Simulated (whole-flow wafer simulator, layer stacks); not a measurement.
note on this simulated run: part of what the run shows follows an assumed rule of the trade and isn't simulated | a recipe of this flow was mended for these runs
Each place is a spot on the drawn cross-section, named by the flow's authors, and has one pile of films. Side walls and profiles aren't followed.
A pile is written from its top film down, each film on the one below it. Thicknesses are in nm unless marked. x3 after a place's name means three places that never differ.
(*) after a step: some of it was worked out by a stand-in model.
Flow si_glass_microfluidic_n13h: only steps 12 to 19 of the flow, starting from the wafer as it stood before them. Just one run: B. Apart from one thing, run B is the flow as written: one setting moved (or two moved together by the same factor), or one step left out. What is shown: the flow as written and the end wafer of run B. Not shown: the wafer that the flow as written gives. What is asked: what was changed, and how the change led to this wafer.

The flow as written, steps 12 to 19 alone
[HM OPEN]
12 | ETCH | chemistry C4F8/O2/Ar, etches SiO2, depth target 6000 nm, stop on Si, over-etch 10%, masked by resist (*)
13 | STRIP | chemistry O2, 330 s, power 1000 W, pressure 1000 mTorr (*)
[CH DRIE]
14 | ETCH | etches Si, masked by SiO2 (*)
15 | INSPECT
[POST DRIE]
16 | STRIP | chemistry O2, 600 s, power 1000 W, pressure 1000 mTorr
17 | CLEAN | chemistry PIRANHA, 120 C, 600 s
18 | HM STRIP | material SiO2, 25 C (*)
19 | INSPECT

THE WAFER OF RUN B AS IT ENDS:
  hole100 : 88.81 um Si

The reason: step 12, ETCH: over-etch 13.9% was run, though the flow has over-etch 10%.

Step by step, how the change led to this:
  12 | ETCH | chemistry C4F8/O2/Ar, etches SiO2, depth target 6000 nm, stop on Si, over-etch 10%, masked by resist (*)
      land: -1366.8 thick-i-line-resist (in the flow as written it would be: -1320 thick-i-line-resist)
      hole100: -6000 SiO2 (all of it), -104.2 Si (in the flow as written it would be: -6000 SiO2 (all of it), -75 Si)
